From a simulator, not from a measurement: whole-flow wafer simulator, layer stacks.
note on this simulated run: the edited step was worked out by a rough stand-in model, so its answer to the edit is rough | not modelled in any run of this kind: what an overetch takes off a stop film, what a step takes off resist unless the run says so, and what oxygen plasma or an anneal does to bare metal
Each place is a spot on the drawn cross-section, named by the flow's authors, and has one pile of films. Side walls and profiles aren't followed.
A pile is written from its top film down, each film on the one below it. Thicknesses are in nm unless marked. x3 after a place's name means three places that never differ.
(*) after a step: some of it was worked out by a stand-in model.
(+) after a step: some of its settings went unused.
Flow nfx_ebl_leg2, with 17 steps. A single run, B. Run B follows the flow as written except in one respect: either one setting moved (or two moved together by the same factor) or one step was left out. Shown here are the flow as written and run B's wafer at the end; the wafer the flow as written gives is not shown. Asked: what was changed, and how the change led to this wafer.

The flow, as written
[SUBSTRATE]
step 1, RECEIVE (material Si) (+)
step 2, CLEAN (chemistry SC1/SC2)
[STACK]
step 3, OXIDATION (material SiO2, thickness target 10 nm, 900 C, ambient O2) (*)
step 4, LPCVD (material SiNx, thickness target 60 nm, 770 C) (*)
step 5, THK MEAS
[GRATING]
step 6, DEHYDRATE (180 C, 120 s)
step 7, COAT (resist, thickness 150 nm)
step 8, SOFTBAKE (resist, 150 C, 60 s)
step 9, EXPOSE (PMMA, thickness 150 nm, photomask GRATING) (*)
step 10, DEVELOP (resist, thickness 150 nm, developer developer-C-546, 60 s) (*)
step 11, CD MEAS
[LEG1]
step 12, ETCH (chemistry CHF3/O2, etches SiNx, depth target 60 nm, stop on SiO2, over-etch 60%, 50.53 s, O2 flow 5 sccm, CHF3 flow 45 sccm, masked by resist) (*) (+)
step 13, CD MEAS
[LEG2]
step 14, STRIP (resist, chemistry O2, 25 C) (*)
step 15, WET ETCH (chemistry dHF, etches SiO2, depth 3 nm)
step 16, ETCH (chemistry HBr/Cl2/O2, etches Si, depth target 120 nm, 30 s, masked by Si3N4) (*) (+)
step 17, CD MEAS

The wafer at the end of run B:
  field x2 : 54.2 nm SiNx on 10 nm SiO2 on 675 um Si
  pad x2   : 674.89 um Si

The reason: step 16, ETCH: depth target 102 nm was run, whereas the flow has depth target 120 nm; step 16, ETCH: 25.5 s was run, where the flow has 30 s.

How this came from the change, step by step:
  step 16, ETCH (chemistry HBr/Cl2/O2, etches Si, depth target 120 nm, 30 s, masked by Si3N4) (*) (+)
      field x2: SiNx loses 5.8 (as written it would have been: SiNx loses 6.82)
      pad x2: Si loses 102 (as written it would have been: Si loses 120)
